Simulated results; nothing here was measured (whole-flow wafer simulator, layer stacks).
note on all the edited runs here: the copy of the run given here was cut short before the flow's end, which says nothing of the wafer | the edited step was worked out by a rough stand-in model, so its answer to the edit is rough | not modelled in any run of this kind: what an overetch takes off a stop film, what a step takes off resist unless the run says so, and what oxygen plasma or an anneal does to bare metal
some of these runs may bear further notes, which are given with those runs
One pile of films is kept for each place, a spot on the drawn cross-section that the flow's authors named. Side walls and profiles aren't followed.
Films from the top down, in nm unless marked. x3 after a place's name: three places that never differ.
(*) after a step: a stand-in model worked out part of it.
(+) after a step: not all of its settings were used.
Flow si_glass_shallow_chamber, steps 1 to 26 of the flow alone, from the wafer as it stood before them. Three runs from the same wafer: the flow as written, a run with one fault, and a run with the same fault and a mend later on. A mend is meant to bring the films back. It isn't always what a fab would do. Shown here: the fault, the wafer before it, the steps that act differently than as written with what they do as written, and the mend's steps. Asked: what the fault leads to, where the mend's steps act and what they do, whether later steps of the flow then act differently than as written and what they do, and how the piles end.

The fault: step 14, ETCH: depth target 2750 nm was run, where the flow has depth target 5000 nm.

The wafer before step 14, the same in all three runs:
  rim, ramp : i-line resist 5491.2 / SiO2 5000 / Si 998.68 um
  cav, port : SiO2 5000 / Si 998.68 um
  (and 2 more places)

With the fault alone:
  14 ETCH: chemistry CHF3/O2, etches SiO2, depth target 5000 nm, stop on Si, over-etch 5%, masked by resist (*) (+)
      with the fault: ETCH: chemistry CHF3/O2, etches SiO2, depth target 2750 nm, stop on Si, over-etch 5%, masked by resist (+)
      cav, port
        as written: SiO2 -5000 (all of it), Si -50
        with the fault: SiO2 -2887.5
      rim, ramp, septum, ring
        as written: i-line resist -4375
        with the fault: i-line resist -2406.2
  Later steps of the flow that act differently than as written:
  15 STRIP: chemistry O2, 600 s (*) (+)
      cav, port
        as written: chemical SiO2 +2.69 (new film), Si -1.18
        with the fault: nothing
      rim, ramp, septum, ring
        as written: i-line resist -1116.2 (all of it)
        with the fault: i-line resist -3084.9 (all of it)
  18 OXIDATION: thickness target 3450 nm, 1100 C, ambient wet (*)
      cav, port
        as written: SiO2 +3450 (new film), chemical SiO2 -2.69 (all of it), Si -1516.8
        with the fault: SiO2 +1966.2, Si -865.1
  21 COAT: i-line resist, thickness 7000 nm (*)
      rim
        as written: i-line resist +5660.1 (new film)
        with the fault: i-line resist +6123.9 (new film)
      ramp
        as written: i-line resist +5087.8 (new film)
        with the fault: i-line resist +5736.2 (new film)
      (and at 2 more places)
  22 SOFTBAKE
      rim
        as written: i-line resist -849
        with the fault: i-line resist -582.1
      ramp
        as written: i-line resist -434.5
        with the fault: i-line resist -269.8
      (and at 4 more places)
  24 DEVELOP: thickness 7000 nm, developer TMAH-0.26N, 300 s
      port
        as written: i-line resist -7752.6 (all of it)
        with the fault: i-line resist -7522.4 (all of it)
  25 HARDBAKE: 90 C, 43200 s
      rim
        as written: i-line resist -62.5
        with the fault: i-line resist -90.1
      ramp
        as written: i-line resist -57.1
        with the fault: i-line resist -87.1
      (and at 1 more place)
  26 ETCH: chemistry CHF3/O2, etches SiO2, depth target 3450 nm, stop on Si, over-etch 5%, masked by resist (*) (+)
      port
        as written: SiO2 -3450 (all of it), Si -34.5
        with the fault: SiO2 -3622.5
  At the end the piles differ from the flow's by more than 2% or 0.5 nm, whichever is larger, at rim, ramp, cav, port.
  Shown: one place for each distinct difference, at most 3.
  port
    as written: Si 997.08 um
    with the fault: SiO2 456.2 / Si 997.82 um
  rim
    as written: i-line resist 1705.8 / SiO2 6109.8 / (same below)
    with the fault: i-line resist 2408.9 / SiO2 6109.8 / (same below)
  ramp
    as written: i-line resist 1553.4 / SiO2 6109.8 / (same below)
    with the fault: i-line resist 2336.6 / SiO2 6109.8 / (same below)

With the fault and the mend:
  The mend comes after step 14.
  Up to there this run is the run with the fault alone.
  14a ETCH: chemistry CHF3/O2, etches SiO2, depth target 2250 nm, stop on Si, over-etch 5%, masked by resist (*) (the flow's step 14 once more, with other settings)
      rim, ramp, septum, ring
        i-line resist -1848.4
      cav, port
        SiO2 -2112.5 (all of it), Si -50
  Later steps of the flow that act differently than as written:
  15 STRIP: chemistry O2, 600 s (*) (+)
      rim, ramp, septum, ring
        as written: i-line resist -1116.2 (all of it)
        with the mend: i-line resist -1236.5 (all of it)
  At the end the piles are the same as the flow's at every place that both follow.
